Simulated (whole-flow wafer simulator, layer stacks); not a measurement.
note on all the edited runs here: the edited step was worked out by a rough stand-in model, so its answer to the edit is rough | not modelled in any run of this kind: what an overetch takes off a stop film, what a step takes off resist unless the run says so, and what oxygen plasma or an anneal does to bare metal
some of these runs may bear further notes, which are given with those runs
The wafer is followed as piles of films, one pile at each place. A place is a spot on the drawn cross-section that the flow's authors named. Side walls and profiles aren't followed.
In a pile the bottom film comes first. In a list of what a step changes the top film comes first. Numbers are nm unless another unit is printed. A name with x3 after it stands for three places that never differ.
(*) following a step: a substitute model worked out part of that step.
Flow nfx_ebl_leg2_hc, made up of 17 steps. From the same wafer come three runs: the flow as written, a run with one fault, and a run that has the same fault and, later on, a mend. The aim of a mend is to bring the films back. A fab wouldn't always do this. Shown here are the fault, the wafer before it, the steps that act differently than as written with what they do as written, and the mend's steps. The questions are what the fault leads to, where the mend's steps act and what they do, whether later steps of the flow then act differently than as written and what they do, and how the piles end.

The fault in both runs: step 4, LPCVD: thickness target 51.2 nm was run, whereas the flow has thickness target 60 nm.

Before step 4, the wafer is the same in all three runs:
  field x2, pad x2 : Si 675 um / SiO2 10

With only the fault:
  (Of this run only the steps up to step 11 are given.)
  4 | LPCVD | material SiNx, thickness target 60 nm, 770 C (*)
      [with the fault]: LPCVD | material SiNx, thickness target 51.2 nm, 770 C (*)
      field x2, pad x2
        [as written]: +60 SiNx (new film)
        [with the fault]: +51.2 SiNx (new film)
  Later steps of the flow up to step 11 that are run all act as written at every place that is followed.
  Once step 11 is done, the piles at field x2, pad x2 depart from the flow's by more than 2% or 0.5 nm, whichever is larger.
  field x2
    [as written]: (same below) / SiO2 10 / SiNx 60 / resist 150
    [with the fault]: (same below) / SiO2 10 / SiNx 51.2 / resist 150
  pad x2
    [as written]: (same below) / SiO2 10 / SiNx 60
    [with the fault]: (same below) / SiO2 10 / SiNx 51.2

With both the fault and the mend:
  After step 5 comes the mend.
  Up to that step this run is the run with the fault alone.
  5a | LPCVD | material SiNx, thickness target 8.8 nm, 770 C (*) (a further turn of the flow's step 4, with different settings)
      field x2, pad x2
        +8.8 SiNx
  Later steps of the flow that are run all act as written at every place that is followed.
  At every place that both follow, the piles at the end match the flow's.
